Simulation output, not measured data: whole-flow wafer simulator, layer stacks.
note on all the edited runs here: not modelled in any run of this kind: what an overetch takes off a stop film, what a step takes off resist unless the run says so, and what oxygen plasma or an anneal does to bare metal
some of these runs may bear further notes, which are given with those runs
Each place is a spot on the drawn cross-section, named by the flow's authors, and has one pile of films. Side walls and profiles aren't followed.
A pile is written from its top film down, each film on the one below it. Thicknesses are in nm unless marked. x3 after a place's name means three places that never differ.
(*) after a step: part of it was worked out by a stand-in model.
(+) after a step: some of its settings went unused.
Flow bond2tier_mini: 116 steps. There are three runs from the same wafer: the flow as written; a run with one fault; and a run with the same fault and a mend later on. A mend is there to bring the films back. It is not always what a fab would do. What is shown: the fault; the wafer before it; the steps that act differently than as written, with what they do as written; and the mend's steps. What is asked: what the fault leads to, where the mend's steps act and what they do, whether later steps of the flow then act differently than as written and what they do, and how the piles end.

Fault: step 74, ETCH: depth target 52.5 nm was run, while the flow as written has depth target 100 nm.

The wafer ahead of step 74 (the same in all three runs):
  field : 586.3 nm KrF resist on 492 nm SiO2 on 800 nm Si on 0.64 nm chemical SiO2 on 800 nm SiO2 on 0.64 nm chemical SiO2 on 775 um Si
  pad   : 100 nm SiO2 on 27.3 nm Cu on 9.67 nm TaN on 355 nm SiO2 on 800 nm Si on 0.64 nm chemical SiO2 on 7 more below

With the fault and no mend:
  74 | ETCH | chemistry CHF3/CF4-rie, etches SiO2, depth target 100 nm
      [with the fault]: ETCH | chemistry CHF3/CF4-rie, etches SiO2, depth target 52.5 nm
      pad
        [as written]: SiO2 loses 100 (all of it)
        [with the fault]: SiO2 loses 52.5
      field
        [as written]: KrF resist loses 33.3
        [with the fault]: KrF resist loses 17.5
  Steps later in the flow that act otherwise than as written (1 more step, not shown, differs only slightly: by at most 2% or 0.5 nm, whichever is larger):
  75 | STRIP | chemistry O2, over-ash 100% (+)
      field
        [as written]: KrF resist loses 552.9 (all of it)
        [with the fault]: KrF resist loses 568.8 (all of it)
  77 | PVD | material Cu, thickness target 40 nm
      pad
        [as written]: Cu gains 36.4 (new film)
        [with the fault]: Cu gains 38.1 (new film)
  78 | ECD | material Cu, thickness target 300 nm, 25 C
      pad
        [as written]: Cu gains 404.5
        [with the fault]: Cu gains 354.9
  At pad, the piles at the end differ from the flow's by more than 2% or 0.5 nm, whichever is larger.
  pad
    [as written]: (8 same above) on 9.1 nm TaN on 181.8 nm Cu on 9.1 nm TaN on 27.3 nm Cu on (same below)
    [with the fault]: (8 same above) on 9.1 nm TaN on 133.9 nm Cu on 9.53 nm TaN on 47.5 nm SiO2 on 27.3 nm Cu on (same below)

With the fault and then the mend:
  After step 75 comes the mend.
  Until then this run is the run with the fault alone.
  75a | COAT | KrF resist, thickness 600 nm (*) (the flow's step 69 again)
      field
        KrF resist gains 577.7 (new film)
      pad
        KrF resist gains 623.2 (new film)
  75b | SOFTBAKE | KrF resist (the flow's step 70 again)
      does not change any film at any place that is followed
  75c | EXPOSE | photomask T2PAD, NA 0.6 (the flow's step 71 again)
      does not change any film at any place that is followed
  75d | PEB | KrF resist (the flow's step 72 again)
      does not change any film at any place that is followed
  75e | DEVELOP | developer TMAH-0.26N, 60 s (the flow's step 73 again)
      field
        KrF resist loses 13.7
      pad
        KrF resist loses 623.2 (all of it)
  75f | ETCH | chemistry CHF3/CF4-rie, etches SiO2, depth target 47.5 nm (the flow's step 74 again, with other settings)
      field
        KrF resist loses 15.8
      pad
        SiO2 loses 47.5 (all of it)
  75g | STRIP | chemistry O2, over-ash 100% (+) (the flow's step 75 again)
      field
        KrF resist loses 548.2 (all of it)
  Every later step of the flow that is run acts as written at every place that is followed.
  By the end, the piles equal the flow's at every place that both follow.
